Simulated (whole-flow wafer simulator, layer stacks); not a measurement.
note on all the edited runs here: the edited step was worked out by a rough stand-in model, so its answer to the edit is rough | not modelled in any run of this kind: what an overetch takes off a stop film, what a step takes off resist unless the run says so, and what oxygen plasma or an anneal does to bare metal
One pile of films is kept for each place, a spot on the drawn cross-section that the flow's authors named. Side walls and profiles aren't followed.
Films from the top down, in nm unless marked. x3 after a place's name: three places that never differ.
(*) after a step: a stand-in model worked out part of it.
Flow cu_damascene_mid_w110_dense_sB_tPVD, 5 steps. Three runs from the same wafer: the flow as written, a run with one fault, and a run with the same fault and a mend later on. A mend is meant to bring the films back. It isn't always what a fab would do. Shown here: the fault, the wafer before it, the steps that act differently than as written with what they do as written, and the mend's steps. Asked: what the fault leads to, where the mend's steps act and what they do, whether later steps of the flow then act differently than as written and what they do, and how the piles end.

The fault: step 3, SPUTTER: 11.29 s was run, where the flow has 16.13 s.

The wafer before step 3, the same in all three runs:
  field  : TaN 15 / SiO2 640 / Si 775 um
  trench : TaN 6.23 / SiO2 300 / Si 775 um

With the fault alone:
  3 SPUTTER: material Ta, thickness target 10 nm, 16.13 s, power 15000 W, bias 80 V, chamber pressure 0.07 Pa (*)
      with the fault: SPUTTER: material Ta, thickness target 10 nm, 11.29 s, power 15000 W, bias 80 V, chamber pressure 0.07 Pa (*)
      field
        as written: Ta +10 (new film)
        with the fault: Ta +7 (new film)
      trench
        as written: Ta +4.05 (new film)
        with the fault: Ta +2.83 (new film)
  No later step of the flow acts differently than as written, at any place that is followed, by more than 2% or 0.5 nm, whichever is larger.
  At the end the piles differ from the flow's by more than 2% or 0.5 nm, whichever is larger, at field, trench.
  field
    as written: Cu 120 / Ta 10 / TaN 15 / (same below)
    with the fault: Cu 120 / Ta 7 / TaN 15 / (same below)
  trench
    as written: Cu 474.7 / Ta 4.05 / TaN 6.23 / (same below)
    with the fault: Cu 472.9 / Ta 2.83 / TaN 6.23 / (same below)

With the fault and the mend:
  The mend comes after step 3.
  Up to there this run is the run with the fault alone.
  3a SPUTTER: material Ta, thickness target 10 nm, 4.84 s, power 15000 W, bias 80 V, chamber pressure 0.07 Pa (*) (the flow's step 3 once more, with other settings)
      field
        Ta +3
      trench
        Ta +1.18
  No later step of the flow acts differently than as written, at any place that is followed, by more than 2% or 0.5 nm, whichever is larger.
  At the end the piles differ from the flow's only slightly at the places that both follow, by at most 2% or 0.5 nm, whichever is larger.
